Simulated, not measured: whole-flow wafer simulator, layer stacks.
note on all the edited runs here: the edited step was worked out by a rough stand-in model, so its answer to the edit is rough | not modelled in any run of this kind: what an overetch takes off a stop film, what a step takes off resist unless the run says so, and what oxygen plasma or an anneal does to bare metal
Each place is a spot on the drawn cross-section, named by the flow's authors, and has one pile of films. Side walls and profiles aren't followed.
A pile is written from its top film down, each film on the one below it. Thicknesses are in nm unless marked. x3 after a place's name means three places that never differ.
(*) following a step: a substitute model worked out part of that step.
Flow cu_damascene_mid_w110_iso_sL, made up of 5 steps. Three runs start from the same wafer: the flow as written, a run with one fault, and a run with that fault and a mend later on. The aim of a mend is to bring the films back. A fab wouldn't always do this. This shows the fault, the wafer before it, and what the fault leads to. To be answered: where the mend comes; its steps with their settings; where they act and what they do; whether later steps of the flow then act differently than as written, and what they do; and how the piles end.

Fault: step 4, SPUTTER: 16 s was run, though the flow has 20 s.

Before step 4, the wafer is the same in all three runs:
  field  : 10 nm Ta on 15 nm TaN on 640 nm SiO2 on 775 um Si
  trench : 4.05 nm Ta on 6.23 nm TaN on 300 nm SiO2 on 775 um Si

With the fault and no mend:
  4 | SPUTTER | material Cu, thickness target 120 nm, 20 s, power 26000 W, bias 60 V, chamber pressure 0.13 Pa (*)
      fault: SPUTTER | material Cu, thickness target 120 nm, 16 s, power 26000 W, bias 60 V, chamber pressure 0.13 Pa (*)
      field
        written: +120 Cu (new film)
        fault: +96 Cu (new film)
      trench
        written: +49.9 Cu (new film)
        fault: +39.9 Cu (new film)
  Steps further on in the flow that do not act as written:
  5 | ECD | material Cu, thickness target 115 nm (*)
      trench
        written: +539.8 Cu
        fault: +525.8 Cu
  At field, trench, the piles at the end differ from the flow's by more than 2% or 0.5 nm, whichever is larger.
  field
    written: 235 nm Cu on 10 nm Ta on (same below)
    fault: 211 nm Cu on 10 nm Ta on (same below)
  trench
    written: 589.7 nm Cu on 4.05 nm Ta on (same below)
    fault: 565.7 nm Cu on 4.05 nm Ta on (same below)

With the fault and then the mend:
  After step 4 comes the mend.
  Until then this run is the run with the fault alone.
  4a | SPUTTER | material Cu, thickness target 120 nm, 4 s, power 26000 W, bias 60 V, chamber pressure 0.13 Pa (*) (the flow's step 4, run once more with other settings)
      field
        +24 Cu
      trench
        +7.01 Cu
  Later steps of the flow that are run all act as written at every place that is followed, up to a difference of at most 2% or 0.5 nm, whichever is larger.
  At every place that both follow, the piles at the end match the flow's.
